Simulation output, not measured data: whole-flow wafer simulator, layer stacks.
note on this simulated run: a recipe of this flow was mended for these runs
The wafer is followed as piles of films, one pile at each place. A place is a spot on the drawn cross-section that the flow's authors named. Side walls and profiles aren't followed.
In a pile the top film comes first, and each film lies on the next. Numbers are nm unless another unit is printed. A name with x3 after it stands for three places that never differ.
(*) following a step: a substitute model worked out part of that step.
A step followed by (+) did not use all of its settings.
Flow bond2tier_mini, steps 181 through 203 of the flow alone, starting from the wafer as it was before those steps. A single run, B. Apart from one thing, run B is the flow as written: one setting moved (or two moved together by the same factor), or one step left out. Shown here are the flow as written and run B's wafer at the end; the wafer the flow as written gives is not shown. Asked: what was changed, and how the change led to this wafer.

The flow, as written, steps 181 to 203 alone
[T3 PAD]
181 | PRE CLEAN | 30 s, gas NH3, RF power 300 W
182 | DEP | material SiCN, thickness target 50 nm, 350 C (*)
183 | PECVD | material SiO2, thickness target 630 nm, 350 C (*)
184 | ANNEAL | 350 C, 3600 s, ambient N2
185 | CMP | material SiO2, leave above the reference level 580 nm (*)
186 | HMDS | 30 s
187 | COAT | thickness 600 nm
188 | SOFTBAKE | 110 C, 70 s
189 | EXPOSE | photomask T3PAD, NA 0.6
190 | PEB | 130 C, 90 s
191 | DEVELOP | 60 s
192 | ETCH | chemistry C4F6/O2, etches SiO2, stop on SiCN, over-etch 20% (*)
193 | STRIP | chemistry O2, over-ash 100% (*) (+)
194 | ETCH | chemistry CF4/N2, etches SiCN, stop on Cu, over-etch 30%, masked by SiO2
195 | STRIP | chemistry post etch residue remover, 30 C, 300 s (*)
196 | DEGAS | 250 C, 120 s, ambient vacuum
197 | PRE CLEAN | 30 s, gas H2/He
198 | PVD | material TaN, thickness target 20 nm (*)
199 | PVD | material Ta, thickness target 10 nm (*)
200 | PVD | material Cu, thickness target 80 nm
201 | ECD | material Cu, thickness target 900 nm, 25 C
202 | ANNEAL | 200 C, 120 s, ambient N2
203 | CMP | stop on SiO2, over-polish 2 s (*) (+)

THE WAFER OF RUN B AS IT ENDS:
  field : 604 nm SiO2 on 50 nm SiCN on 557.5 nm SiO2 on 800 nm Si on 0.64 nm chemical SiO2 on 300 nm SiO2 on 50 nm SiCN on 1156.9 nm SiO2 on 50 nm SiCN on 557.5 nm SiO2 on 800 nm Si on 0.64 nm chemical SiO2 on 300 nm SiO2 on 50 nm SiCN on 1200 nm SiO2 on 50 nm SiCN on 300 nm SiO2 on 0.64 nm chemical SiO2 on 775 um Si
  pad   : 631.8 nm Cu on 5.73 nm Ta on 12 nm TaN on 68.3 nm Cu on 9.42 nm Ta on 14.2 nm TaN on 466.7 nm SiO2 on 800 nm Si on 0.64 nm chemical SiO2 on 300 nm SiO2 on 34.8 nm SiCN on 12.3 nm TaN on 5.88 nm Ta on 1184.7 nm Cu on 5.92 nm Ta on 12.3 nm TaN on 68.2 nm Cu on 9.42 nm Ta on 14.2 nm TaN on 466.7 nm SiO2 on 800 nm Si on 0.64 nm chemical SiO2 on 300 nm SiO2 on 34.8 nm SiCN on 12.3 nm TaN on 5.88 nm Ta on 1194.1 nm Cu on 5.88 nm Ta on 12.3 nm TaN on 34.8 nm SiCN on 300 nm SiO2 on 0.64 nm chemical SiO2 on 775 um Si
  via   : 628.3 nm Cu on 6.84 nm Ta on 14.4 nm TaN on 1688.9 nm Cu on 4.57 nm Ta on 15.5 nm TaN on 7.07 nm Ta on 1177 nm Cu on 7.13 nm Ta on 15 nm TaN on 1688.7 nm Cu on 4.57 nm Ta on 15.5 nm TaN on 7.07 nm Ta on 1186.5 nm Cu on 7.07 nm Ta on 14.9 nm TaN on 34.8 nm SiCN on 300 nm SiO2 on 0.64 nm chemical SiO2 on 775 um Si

What caused this: step 185, CMP: material SiO2, leave above the reference level 580 nm (*), was omitted.

Step by step, how the change led to this:
  192 | ETCH | chemistry C4F6/O2, etches SiO2, stop on SiCN, over-etch 20% (*)
      pad, via: SiO2 loses 630 (all of it), SiCN loses 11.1 (in the flow as written it would be: SiO2 loses 580 (all of it), SiCN loses 19.6)
  194 | ETCH | chemistry CF4/N2, etches SiCN, stop on Cu, over-etch 30%, masked by SiO2
      pad, via: SiCN loses 38.9 (all of it) (in the flow as written it would be: SiCN loses 30.4 (all of it), Cu loses 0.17)
  198 | PVD | material TaN, thickness target 20 nm (*)
      via: TaN gains 14.4 (new film) (in the flow as written it would be: TaN gains 15 (new film))
  200 | PVD | material Cu, thickness target 80 nm
      pad: Cu gains 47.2 (new film) (in the flow as written it would be: Cu gains 48.7 (new film))
      via: Cu gains 57.2 (new film) (in the flow as written it would be: Cu gains 59.4 (new film))
  201 | ECD | material Cu, thickness target 900 nm, 25 C
      pad: Cu gains 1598 (in the flow as written it would be: Cu gains 1549)
      via: Cu gains 1584.4 (in the flow as written it would be: Cu gains 1534.4)
